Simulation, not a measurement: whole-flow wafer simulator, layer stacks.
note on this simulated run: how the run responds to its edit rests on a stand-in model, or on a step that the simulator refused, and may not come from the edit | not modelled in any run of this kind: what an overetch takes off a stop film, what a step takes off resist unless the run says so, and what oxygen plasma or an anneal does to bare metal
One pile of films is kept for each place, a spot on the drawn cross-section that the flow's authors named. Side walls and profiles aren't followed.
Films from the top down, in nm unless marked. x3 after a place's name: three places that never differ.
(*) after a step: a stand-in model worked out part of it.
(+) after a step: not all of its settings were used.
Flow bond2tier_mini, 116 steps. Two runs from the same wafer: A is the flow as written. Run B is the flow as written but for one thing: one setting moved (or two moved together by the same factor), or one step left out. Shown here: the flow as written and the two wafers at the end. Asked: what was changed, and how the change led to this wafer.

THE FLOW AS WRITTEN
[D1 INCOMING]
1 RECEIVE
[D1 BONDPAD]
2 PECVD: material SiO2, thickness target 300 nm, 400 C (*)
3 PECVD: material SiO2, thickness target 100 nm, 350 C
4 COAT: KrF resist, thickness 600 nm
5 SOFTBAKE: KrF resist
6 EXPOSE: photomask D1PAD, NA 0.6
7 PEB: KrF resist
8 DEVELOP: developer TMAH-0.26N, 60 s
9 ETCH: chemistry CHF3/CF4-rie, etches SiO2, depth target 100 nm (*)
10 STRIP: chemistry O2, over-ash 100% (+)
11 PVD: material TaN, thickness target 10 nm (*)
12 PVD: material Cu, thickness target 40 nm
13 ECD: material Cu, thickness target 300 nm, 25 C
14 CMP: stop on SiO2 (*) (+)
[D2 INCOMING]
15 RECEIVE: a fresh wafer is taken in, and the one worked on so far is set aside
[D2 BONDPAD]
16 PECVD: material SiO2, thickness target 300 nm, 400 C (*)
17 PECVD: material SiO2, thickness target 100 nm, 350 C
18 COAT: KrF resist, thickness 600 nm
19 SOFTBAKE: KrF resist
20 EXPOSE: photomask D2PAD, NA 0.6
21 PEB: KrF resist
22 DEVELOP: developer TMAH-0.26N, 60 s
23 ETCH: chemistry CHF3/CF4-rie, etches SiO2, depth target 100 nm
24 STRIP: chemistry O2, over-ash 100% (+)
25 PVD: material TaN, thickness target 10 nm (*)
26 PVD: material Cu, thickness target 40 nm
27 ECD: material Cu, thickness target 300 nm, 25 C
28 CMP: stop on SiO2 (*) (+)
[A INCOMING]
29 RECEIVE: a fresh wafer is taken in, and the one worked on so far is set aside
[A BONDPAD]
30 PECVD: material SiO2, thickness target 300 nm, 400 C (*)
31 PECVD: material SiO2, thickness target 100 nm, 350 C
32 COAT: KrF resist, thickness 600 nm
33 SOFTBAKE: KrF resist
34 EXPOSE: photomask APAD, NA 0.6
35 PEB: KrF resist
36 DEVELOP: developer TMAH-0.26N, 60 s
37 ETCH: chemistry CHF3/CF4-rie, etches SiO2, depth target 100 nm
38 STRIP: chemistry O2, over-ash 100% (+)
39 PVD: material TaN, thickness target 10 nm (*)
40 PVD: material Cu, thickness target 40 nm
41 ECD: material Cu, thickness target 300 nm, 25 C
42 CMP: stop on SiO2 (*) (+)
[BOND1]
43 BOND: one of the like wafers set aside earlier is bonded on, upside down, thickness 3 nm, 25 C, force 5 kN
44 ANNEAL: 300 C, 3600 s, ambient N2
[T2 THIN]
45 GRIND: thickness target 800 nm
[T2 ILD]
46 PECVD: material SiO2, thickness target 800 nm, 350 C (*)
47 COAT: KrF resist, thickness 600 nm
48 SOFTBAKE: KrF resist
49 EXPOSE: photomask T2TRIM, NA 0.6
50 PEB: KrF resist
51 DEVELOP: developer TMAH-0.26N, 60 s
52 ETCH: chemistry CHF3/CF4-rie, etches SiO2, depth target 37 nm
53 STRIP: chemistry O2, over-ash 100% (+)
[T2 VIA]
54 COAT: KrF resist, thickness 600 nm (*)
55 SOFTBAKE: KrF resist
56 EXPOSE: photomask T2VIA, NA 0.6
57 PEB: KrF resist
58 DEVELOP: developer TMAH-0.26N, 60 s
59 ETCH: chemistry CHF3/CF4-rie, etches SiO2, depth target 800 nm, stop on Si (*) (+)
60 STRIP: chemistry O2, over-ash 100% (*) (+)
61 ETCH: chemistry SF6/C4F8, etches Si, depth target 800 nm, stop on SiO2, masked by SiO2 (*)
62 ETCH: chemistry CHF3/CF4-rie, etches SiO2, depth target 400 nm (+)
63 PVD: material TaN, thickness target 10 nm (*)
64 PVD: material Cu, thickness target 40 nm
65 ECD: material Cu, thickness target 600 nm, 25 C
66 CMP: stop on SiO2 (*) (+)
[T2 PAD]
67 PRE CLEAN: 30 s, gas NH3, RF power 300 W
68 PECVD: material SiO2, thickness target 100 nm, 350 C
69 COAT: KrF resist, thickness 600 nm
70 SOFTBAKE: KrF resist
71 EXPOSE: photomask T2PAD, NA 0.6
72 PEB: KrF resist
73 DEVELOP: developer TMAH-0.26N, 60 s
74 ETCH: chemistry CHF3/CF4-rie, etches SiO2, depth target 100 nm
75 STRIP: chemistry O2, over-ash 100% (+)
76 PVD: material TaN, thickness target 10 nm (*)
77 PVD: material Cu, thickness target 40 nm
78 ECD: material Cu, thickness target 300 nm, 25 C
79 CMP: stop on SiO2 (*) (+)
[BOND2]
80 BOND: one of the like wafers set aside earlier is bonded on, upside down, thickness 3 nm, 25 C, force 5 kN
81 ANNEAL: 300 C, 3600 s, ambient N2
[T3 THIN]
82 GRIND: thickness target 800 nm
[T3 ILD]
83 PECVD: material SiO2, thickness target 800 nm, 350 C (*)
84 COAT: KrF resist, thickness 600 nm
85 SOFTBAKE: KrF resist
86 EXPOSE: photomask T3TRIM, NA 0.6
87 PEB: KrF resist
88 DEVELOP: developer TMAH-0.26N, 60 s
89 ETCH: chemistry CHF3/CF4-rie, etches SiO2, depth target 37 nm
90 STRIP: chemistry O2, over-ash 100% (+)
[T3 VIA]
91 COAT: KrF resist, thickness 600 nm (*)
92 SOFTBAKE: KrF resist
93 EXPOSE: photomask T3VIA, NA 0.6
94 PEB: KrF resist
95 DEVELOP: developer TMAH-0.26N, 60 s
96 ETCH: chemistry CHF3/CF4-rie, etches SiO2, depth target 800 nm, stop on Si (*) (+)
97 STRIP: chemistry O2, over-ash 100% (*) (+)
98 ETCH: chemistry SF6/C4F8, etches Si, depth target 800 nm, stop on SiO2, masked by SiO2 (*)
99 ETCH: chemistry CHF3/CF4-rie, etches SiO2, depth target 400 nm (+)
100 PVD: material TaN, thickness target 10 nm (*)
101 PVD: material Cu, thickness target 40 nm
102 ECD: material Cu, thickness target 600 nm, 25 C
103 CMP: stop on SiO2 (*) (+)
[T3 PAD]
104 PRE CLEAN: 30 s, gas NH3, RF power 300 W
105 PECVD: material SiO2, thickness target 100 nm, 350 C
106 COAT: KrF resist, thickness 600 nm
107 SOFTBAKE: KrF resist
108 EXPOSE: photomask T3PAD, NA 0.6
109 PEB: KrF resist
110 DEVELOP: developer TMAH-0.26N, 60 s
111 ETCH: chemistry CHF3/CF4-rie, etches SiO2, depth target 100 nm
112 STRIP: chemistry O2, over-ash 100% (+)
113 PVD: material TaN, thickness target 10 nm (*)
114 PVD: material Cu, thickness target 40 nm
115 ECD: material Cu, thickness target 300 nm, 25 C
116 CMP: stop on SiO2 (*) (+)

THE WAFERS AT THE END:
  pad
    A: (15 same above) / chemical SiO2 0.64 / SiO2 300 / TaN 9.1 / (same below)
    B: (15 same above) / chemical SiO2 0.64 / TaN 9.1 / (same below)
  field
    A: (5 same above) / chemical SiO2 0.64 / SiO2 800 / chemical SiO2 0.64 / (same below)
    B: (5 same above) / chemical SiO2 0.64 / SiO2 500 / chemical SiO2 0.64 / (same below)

The cause: step 2, PECVD: material SiO2, thickness target 300 nm, 400 C (*), was left out.

How the change led to this, step by step:
  3 PECVD: material SiO2, thickness target 100 nm, 350 C
      field, pad, via: A SiO2 +100 | B SiO2 +100 (new film)
  9 ETCH: chemistry CHF3/CF4-rie, etches SiO2, depth target 100 nm (*)
      pad, via: A SiO2 -100 | B SiO2 -100 (all of it)
  43 BOND: one of the like wafers set aside earlier is bonded on, upside down, thickness 3 nm, 25 C, force 5 kN
      pad: A Si +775 um (new film), chemical SiO2 +0.64 (new film), SiO2 +300 (new film), TaN +9.1 (new film), Cu +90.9 | B Si +775 um (new film), chemical SiO2 +0.64 (new film), TaN +9.1 (new film), Cu +90.9
      via: A Si +775 um (new film), chemical SiO2 +0.64 (new film), SiO2 +300 (new film), TaN +9.97 (new film), Cu +90 | B Si +775 um (new film), chemical SiO2 +0.64 (new film), TaN +9.97 (new film), Cu +90
      (and at 1 more place)
